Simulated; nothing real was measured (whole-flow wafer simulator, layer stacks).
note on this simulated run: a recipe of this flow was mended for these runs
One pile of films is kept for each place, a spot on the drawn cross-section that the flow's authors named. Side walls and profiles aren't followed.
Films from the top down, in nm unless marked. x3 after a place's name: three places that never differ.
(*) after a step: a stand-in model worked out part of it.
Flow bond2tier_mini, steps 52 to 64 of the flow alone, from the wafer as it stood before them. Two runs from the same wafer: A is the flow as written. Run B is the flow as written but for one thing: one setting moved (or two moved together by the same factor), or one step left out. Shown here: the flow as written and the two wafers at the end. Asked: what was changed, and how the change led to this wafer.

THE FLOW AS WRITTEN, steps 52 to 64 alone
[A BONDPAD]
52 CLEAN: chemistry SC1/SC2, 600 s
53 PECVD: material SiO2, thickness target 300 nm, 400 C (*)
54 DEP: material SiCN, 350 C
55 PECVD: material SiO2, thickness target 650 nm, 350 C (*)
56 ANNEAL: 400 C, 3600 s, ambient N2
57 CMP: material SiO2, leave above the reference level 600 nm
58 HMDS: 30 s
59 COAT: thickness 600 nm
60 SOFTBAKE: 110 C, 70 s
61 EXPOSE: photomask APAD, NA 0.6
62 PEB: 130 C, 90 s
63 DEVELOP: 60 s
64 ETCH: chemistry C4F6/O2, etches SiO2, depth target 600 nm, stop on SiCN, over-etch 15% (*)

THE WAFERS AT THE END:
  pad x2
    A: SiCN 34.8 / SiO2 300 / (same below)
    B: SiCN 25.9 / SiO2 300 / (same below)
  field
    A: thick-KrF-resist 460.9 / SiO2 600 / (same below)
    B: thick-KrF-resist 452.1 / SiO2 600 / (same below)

The cause: step 64, ETCH: over-etch 23.8% was run, where the flow has over-etch 15%.

How the change led to this, step by step:
  64 ETCH: chemistry C4F6/O2, etches SiO2, depth target 600 nm, stop on SiCN, over-etch 15% (*)
      pad x2: A SiO2 -600 (all of it), SiCN -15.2 | B SiO2 -600 (all of it), SiCN -24.1
      field: A thick-KrF-resist -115 | B thick-KrF-resist -123.8
